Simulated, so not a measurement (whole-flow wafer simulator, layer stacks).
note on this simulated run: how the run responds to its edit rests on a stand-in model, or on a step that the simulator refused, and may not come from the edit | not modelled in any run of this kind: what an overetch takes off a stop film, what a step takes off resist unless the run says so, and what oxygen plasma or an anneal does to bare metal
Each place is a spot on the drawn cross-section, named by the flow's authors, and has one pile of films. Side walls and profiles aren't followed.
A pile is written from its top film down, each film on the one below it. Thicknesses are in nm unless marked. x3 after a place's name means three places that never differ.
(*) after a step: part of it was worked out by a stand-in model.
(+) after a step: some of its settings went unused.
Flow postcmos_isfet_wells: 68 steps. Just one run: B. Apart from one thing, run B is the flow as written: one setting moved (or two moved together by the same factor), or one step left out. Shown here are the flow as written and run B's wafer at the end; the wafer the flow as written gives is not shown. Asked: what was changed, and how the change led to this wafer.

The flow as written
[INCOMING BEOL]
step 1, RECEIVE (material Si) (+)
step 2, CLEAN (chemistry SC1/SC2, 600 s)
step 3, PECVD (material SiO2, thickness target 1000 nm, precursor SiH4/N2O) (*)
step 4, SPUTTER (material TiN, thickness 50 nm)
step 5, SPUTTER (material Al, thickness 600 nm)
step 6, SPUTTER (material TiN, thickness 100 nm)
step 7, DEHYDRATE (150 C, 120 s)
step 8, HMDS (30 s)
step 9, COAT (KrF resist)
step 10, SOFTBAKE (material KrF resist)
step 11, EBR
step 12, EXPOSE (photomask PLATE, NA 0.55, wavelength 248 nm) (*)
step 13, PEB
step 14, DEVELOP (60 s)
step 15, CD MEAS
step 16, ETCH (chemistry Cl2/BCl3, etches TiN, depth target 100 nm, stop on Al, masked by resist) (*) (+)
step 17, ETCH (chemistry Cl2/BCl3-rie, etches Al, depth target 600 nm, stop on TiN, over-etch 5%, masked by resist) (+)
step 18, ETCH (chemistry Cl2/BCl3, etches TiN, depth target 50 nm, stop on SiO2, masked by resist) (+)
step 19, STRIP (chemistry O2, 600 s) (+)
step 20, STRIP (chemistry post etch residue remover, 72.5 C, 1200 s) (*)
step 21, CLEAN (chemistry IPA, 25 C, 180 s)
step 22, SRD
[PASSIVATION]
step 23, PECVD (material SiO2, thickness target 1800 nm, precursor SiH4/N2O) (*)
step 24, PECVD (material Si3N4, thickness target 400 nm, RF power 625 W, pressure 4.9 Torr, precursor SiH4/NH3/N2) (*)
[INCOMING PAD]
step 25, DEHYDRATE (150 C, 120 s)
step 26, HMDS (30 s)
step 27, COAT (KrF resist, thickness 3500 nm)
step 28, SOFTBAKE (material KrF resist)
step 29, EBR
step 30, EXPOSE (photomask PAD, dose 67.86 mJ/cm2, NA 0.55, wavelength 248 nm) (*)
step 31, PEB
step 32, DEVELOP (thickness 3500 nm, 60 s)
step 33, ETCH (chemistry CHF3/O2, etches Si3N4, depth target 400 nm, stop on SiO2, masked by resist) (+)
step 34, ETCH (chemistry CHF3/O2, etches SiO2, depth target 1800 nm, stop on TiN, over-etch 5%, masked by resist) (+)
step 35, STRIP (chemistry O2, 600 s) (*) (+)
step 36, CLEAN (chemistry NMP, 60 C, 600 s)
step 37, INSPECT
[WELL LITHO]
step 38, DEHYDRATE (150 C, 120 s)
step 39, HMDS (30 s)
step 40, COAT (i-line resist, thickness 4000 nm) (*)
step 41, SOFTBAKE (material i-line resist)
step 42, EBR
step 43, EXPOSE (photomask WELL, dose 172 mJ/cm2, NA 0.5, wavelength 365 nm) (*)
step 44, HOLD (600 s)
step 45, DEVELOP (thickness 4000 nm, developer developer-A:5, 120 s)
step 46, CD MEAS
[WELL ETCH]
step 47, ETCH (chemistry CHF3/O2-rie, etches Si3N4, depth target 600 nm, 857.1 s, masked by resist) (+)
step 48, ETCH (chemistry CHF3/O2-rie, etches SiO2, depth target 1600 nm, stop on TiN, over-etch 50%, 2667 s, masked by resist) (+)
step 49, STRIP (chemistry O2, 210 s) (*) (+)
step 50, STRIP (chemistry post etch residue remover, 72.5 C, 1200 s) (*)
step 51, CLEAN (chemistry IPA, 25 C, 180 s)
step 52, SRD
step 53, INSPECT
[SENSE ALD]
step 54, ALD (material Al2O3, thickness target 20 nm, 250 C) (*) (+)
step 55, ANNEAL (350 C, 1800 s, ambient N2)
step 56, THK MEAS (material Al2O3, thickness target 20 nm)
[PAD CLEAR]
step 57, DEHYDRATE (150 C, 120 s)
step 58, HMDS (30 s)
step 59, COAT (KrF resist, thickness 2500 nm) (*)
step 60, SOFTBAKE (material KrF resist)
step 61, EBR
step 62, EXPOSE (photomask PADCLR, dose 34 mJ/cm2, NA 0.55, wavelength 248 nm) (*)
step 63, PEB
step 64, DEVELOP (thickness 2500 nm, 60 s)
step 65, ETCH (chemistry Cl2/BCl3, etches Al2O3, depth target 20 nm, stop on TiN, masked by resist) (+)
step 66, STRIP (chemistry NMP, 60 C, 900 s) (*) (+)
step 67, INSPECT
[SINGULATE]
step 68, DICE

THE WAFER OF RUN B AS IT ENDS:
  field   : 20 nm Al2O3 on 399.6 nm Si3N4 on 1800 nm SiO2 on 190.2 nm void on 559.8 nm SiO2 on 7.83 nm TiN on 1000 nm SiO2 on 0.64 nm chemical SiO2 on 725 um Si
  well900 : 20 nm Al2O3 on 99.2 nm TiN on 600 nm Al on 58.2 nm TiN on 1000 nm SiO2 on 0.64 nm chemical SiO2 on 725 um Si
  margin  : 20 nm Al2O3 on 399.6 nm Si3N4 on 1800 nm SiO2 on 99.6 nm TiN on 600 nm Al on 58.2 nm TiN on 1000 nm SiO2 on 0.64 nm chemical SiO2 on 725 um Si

The reason: step 4, SPUTTER: thickness 58.25 nm was run, while the flow as written has thickness 50 nm.
One can read it off the wafer: well900 has TiN 58.2, and step 4 as written asks for 50 nm.

How this came from the change, step by step:
  step 4, SPUTTER (material TiN, thickness 50 nm)
      field, margin, well900, well1300 x3, pad_rim, pad_clr, pad_open: +58.2 TiN (new film) (it would be, as written: +50 TiN (new film))
  step 18, ETCH (chemistry Cl2/BCl3, etches TiN, depth target 50 nm, stop on SiO2, masked by resist) (+)
      field: -50 TiN (it would be, as written: -50 TiN (all of it))
  step 23, PECVD (material SiO2, thickness target 1800 nm, precursor SiH4/N2O) (*)
      field: +1800 SiO2 (new film), +190.2 void (new film), +559.8 SiO2 (new film) (it would be, as written: +1800 SiO2 (new film), +189.9 void (new film), +559.7 SiO2)
If metal films that touch count as one body, field has 1 body; the flow as written gives 0 bodies.
